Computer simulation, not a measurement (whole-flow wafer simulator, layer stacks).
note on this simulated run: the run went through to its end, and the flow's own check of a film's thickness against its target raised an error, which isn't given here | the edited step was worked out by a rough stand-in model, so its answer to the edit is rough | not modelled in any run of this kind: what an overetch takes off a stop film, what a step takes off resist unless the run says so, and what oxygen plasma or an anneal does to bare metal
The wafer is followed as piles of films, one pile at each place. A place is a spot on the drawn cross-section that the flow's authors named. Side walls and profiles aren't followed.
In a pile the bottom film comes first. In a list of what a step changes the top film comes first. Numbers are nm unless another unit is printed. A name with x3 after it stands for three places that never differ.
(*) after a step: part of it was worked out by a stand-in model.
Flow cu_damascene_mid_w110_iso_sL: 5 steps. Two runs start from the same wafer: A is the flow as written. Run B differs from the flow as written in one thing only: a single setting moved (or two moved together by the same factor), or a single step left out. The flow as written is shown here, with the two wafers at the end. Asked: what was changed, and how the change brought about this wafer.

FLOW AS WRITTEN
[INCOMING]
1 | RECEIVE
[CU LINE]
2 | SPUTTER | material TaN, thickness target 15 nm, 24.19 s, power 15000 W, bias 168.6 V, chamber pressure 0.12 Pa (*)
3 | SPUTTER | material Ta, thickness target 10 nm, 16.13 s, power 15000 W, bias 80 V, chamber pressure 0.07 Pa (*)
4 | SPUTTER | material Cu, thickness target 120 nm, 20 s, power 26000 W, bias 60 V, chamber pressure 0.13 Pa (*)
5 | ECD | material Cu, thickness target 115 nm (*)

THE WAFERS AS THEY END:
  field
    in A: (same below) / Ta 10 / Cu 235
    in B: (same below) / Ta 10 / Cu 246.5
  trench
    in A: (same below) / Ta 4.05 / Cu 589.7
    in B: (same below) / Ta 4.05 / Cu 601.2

The reason: step 5, ECD: thickness target 126.5 nm was run, while the flow as written has thickness target 115 nm.

Step by step, how the change led to this:
  5 | ECD | material Cu, thickness target 115 nm (*)
      field: A +115 Cu | B +126.5 Cu
      trench: A +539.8 Cu | B +551.3 Cu
